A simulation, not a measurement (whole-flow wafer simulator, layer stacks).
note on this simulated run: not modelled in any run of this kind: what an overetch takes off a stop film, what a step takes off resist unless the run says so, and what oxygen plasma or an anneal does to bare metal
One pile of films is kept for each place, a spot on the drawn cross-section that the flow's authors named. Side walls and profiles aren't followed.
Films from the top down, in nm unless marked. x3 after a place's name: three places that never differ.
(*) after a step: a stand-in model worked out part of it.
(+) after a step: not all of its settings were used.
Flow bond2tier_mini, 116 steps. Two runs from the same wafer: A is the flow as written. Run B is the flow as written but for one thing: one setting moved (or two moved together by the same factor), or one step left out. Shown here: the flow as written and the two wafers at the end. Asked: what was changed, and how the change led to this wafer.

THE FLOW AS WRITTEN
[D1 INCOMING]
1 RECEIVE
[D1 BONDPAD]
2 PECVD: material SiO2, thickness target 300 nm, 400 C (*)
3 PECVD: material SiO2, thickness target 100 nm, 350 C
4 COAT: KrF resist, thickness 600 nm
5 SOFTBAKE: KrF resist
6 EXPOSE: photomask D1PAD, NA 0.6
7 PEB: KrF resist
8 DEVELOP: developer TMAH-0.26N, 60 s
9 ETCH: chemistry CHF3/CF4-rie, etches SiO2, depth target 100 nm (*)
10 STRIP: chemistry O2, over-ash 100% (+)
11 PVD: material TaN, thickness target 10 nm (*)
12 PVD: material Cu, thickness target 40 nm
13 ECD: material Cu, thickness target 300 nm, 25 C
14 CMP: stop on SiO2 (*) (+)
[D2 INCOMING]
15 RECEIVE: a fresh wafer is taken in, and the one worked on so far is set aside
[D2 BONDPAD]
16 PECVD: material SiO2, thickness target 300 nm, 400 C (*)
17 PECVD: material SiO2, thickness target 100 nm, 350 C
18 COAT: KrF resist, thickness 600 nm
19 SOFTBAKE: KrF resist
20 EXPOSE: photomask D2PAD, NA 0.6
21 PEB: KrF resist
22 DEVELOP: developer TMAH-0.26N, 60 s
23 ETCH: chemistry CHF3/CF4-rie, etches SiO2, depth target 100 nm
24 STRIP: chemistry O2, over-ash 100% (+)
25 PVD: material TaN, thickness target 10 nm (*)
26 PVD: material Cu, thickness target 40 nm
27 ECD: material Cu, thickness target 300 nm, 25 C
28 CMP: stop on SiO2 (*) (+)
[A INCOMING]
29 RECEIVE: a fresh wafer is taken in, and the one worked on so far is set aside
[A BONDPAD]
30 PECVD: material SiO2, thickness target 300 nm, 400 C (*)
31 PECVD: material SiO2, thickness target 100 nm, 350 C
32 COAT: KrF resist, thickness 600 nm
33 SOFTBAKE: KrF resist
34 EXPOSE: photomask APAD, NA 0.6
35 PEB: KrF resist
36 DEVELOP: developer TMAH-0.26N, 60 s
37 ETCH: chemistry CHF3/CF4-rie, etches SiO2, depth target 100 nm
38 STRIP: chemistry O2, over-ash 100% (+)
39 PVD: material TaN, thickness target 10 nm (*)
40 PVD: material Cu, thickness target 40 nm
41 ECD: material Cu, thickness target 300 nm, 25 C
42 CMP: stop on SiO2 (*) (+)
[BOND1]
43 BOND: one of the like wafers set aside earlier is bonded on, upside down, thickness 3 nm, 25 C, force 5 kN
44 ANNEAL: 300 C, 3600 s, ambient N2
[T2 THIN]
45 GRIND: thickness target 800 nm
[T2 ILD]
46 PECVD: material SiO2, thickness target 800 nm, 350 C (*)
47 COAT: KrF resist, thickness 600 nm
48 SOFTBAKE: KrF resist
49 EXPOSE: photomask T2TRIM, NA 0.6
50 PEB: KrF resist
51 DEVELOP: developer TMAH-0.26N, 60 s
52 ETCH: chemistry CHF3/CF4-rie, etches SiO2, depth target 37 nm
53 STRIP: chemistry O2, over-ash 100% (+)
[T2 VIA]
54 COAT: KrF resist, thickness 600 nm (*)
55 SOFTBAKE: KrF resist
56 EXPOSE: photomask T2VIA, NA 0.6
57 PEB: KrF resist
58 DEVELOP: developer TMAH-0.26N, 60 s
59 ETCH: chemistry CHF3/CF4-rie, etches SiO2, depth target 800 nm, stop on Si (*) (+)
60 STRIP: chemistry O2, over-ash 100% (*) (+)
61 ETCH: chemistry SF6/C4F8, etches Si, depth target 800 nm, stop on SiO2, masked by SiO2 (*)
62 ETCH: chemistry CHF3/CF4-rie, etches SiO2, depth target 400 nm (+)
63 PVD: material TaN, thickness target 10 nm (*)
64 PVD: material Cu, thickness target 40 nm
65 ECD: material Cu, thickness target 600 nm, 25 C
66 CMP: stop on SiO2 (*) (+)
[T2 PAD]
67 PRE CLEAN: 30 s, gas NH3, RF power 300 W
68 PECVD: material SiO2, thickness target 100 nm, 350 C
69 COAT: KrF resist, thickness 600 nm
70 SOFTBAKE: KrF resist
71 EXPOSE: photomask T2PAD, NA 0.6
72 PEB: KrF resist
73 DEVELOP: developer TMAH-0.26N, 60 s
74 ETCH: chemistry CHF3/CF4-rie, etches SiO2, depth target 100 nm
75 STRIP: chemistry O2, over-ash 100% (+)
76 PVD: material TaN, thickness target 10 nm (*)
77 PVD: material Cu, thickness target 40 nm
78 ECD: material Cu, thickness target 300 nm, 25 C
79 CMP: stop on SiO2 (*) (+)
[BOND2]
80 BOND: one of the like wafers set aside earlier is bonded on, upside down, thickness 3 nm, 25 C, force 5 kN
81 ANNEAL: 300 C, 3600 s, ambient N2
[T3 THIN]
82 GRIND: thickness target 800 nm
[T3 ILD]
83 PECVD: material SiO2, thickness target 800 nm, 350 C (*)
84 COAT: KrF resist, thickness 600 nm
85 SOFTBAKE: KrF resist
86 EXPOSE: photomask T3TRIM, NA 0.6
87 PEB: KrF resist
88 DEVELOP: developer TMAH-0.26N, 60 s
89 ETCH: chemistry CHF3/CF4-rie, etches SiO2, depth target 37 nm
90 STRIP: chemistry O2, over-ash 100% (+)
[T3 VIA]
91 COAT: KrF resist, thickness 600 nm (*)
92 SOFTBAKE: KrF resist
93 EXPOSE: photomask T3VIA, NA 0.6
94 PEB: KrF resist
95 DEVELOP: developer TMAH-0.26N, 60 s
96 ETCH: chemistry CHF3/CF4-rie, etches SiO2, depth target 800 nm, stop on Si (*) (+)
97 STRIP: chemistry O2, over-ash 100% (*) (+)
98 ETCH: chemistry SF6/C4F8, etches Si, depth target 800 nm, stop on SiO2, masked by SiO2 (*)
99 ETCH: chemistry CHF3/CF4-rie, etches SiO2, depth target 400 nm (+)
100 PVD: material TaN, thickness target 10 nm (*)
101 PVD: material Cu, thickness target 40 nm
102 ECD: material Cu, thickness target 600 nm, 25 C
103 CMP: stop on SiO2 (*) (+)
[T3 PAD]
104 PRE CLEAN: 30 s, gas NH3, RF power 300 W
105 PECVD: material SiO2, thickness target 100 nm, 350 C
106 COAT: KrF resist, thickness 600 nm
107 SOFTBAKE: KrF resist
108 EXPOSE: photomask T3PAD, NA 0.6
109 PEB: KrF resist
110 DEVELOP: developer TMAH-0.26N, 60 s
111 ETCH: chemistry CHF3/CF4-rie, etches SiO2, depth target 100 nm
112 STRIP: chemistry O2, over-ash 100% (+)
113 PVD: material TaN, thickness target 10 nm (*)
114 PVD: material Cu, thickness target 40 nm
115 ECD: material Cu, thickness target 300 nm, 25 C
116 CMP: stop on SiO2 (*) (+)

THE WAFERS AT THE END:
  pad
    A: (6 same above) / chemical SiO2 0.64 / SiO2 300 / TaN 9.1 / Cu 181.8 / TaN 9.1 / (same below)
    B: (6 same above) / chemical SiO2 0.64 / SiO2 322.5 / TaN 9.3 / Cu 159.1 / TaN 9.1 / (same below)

The cause: step 23, ETCH: depth target 77.5 nm was run, where the flow has depth target 100 nm.

How the change led to this, step by step:
  23 ETCH: chemistry CHF3/CF4-rie, etches SiO2, depth target 100 nm
      pad, via: A SiO2 -100 | B SiO2 -77.5
      field: A KrF resist -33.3 | B KrF resist -25.8
  26 PVD: material Cu, thickness target 40 nm
      pad: A Cu +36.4 (new film) | B Cu +37.2 (new film)
  27 ECD: material Cu, thickness target 300 nm, 25 C
      pad: A Cu +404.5 | B Cu +381
      via: A Cu +400.2 | B Cu +377.6
  80 BOND: one of the like wafers set aside earlier is bonded on, upside down, thickness 3 nm, 25 C, force 5 kN
      pad: A Si +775 um (new film), chemical SiO2 +0.64 (new film), SiO2 +300 (new film), TaN +9.1 (new film), Cu +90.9 | B Si +775 um (new film), chemical SiO2 +0.64 (new film), SiO2 +322.5 (new film), TaN +9.3 (new film), Cu +68.2
